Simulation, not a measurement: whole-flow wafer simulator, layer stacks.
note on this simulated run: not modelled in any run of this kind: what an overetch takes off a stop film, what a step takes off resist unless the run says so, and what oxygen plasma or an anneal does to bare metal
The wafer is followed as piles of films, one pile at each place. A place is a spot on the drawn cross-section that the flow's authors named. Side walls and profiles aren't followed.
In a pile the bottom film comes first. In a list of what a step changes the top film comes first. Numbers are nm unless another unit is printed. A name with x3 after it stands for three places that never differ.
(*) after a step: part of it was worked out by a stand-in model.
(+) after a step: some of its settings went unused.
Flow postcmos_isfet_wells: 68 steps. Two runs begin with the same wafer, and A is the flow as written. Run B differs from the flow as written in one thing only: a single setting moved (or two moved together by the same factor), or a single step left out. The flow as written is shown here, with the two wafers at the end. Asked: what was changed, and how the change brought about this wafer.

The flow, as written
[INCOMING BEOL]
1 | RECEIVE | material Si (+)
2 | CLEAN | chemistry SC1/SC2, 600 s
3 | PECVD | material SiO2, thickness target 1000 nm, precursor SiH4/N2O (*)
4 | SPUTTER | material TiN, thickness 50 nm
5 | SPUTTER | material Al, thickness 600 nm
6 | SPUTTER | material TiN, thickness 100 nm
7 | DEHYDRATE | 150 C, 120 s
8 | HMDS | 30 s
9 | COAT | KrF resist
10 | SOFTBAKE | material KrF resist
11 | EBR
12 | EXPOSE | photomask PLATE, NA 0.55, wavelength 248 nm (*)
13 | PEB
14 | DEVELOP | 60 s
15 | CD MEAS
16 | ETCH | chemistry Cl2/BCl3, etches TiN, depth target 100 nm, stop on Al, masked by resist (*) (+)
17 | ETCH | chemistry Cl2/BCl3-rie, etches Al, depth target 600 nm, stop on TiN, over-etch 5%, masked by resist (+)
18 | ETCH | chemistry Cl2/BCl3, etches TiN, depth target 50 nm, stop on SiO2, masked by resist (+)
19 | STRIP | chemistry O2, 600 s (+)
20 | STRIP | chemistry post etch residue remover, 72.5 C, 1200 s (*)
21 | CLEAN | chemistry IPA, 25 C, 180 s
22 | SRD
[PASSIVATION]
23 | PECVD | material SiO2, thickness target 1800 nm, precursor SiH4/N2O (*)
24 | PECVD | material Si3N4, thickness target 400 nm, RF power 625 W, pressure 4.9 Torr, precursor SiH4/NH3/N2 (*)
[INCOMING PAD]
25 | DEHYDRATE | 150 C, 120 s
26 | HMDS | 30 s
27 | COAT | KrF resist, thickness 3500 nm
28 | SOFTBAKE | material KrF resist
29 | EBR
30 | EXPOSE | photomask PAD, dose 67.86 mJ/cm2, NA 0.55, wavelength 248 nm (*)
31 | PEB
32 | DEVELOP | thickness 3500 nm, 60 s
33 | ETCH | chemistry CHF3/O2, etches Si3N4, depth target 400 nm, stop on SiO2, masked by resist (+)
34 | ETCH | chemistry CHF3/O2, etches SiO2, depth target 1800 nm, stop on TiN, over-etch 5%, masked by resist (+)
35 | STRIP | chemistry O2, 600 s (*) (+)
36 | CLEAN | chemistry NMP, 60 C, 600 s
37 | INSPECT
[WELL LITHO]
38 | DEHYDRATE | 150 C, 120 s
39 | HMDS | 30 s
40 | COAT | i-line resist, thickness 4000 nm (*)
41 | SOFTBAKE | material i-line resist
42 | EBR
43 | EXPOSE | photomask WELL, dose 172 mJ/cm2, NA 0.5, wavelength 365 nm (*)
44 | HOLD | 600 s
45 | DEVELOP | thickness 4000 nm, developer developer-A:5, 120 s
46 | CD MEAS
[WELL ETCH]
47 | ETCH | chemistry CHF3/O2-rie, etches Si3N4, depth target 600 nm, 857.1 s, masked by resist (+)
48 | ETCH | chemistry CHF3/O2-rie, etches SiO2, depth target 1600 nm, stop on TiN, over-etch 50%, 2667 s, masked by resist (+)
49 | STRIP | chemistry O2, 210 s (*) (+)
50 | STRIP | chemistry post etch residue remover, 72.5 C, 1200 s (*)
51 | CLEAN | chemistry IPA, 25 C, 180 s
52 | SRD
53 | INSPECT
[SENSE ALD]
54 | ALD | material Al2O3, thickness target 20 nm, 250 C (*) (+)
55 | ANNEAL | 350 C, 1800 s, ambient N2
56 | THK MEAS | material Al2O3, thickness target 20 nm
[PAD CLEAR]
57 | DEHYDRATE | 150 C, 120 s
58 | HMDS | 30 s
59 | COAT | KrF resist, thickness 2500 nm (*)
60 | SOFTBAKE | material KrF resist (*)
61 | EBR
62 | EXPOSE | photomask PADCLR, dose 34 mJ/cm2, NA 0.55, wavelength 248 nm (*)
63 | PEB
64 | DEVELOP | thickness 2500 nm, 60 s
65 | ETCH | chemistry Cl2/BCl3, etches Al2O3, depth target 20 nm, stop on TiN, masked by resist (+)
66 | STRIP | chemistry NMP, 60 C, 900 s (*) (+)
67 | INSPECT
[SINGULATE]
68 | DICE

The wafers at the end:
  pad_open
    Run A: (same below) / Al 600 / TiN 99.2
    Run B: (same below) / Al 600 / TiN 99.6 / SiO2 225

What caused this: step 34, ETCH: depth target 1575 nm was run, though the flow has depth target 1800 nm.

The path from the change to this, step by step:
  34 | ETCH | chemistry CHF3/O2, etches SiO2, depth target 1800 nm, stop on TiN, over-etch 5%, masked by resist (+)
      pad_open: A -1800 SiO2 (all of it) | B -1575 SiO2
      field, margin, well900, well1300, well2000, well3000, pad_rim, pad_clr: A -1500 KrF resist | B -1312.5 KrF resist
  35 | STRIP | chemistry O2, 600 s (*) (+)
      field, margin, well900, well1300, well2000, well3000, pad_rim, pad_clr: A -1638.4 KrF resist (all of it) | B -1825.9 KrF resist (all of it)
  40 | COAT | i-line resist, thickness 4000 nm (*)
      pad_clr: A +3256.8 i-line resist (new film) | B +3327.2 i-line resist (new film)
  41 | SOFTBAKE | material i-line resist
      pad_clr: A -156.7 i-line resist | B -134.4 i-line resist
      pad_open: A +115.3 i-line resist | B +105.3 i-line resist
  49 | STRIP | chemistry O2, 210 s (*) (+)
      pad_clr: A -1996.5 i-line resist (all of it) | B -2089.2 i-line resist (all of it)
      pad_open: A -3816.3 i-line resist (all of it) | B -3725.5 i-line resist (all of it)
  59 | COAT | KrF resist, thickness 2500 nm (*)
      pad_rim: A +1976.4 KrF resist (new film) | B +2027.6 KrF resist (new film)
      pad_clr: A +1691.6 KrF resist (new film) | B +1767.3 KrF resist (new film)
  60 | SOFTBAKE | material KrF resist (*)
      pad_clr: A -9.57 KrF resist | B -8.63 KrF resist
  64 | DEVELOP | thickness 2500 nm, 60 s
      pad_clr: A -1682 KrF resist (all of it) | B -1758.7 KrF resist (all of it)
  66 | STRIP | chemistry NMP, 60 C, 900 s (*) (+)
      pad_rim: A -1937.7 KrF resist (all of it) | B -1988.7 KrF resist (all of it)
